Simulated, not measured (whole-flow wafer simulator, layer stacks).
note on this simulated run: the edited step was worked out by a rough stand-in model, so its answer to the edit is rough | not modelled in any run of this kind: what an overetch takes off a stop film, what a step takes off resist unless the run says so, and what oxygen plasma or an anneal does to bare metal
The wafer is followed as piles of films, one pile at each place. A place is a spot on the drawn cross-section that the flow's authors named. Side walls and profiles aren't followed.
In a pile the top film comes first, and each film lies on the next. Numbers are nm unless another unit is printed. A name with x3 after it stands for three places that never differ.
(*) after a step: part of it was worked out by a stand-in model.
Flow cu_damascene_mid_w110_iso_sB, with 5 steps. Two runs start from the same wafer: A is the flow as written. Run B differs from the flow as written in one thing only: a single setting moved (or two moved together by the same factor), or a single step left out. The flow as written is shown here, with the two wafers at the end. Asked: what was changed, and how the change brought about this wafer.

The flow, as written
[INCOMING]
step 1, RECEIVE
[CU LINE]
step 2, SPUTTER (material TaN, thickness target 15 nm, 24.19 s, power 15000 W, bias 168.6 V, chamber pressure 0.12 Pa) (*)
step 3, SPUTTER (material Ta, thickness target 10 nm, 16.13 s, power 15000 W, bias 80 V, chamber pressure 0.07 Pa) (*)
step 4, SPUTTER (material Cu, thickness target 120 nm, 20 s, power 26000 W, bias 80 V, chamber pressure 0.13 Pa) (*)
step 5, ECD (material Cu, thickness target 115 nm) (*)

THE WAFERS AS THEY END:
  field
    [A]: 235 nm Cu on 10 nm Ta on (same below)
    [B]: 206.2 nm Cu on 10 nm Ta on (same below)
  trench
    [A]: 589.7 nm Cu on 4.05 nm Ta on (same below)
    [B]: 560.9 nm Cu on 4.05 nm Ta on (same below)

What caused this: step 5, ECD: thickness target 86.2 nm was run, while the flow as written has thickness target 115 nm.

Step by step, how the change led to this:
  step 5, ECD (material Cu, thickness target 115 nm) (*)
      field: A +115 Cu | B +86.2 Cu
      trench: A +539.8 Cu | B +511 Cu
